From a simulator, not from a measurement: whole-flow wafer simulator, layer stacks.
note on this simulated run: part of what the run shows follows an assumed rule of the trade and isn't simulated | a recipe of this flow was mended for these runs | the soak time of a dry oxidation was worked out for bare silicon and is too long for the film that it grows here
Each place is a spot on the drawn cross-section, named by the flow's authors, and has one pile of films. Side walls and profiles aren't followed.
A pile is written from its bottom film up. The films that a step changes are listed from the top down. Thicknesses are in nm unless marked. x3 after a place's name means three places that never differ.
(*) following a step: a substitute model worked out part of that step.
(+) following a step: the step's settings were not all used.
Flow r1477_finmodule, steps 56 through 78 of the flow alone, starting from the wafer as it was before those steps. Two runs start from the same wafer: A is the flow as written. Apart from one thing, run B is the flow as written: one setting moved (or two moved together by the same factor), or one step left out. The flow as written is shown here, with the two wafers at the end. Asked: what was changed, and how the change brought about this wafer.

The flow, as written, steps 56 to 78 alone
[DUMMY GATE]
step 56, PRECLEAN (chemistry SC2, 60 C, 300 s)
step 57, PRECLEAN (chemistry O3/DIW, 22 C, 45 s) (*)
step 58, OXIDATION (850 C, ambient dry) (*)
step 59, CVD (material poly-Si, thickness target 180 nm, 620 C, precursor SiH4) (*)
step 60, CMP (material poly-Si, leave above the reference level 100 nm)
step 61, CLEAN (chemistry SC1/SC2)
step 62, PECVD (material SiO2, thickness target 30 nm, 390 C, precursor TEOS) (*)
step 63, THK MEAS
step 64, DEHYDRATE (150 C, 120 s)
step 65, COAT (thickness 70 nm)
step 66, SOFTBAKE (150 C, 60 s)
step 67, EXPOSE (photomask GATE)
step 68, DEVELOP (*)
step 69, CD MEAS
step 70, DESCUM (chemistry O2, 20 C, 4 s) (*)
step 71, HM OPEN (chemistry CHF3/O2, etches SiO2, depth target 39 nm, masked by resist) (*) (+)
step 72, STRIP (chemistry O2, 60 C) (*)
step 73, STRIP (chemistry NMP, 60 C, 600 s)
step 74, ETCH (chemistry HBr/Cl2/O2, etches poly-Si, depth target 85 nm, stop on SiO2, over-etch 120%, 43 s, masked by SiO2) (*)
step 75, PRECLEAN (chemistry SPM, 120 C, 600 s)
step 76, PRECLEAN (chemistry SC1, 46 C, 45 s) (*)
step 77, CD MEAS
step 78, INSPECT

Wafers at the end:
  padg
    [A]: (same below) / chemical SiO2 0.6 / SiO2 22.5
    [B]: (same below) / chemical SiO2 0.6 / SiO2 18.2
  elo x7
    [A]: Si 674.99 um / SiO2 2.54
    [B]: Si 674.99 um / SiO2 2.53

What caused this: step 62, PECVD: thickness target 25.7 nm was run, though the flow has thickness target 30 nm.

Step by step, how the change led to this:
  step 62, PECVD (material SiO2, thickness target 30 nm, 390 C, precursor TEOS) (*)
      pad, padg, elg x7 and 27 more: A SiO2 gains 30 (new film) | B SiO2 gains 25.7 (new film)
  step 71, HM OPEN (chemistry CHF3/O2, etches SiO2, depth target 39 nm, masked by resist) (*) (+)
      pad, elo x7, eso x6, e200so, s40co x3: A SiO2 loses 30 (all of it), chemical SiO2 loses 0.6 (all of it), poly-Si loses 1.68 | B SiO2 loses 25.7 (all of it), chemical SiO2 loses 0.6 (all of it), poly-Si loses 2.54
